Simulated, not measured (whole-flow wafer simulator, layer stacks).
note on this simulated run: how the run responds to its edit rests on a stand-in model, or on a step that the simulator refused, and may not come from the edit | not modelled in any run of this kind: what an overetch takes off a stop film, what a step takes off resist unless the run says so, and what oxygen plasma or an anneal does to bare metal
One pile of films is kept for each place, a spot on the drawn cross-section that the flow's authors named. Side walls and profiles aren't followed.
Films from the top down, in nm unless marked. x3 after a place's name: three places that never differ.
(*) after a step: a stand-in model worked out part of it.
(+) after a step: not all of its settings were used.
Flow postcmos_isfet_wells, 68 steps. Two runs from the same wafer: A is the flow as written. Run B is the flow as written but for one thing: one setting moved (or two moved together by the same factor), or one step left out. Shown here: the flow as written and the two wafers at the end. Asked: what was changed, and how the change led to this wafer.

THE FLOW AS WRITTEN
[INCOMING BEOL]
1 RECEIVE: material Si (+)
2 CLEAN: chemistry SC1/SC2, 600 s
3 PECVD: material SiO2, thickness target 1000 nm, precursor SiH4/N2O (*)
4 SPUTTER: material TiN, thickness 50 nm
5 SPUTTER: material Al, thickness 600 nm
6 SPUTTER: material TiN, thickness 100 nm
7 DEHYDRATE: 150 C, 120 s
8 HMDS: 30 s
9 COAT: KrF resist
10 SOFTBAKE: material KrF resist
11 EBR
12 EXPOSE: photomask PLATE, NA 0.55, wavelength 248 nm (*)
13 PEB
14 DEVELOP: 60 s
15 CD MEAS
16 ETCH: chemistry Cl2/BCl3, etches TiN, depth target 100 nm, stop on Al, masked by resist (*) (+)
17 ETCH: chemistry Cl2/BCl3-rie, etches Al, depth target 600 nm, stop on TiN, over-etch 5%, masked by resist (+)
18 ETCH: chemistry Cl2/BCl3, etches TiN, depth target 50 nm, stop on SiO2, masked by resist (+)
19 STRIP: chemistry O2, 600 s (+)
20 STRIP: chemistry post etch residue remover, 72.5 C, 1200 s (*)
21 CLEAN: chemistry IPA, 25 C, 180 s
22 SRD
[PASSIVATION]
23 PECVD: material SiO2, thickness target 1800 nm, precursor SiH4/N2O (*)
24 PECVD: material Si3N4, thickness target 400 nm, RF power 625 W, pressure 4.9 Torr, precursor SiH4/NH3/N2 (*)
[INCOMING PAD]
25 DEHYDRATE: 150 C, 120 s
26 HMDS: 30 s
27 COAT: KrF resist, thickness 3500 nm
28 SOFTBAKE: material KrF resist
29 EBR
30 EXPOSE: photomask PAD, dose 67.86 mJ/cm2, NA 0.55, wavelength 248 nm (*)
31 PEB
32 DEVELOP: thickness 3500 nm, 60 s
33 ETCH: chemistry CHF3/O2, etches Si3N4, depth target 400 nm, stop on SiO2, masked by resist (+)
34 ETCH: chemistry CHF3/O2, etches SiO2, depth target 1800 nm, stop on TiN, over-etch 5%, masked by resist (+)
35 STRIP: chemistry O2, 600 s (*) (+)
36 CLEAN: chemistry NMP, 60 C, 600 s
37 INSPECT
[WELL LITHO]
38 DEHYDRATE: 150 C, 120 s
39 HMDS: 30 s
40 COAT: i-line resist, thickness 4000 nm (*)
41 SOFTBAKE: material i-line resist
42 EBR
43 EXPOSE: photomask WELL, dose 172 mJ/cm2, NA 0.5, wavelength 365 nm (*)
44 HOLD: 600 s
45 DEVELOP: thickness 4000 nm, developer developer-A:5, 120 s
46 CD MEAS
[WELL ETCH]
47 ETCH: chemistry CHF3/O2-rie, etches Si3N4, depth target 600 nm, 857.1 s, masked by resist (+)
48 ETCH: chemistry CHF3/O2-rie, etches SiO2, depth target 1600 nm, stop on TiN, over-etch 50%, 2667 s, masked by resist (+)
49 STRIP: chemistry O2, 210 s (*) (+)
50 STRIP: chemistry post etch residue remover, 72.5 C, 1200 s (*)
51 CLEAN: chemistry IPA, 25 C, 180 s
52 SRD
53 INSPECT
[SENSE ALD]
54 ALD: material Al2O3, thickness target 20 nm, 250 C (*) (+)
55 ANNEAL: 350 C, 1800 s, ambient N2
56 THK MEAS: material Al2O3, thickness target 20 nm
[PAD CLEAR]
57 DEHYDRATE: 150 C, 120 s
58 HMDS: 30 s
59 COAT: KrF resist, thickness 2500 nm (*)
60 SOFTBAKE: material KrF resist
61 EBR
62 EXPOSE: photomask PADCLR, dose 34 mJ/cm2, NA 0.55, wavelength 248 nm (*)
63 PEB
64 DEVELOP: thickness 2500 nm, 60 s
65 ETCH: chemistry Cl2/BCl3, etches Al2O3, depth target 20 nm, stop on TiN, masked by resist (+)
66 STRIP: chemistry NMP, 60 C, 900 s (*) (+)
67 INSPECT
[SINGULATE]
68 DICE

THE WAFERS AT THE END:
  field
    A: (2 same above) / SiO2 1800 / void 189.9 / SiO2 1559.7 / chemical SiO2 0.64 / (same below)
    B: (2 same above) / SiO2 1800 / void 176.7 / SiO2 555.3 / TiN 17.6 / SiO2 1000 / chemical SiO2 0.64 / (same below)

The cause: step 18, ETCH: depth target 32 nm was run, where the flow has depth target 50 nm.

How the change led to this, step by step:
  18 ETCH: chemistry Cl2/BCl3, etches TiN, depth target 50 nm, stop on SiO2, masked by resist (+)
      field: A TiN -50 (all of it) | B TiN -32
      margin, well900, well1300 x3, pad_rim, pad_clr, pad_open: A KrF resist -20 | B KrF resist -12.8
  23 PECVD: material SiO2, thickness target 1800 nm, precursor SiH4/N2O (*)
      field: A SiO2 +1800 (new film), void +189.9 (new film), SiO2 +559.7 | B SiO2 +1800 (new film), void +176.7 (new film), SiO2 +555.3 (new film)
Counting metal films that touch as one body, field has 1 body; the flow as written gives 0 bodies.
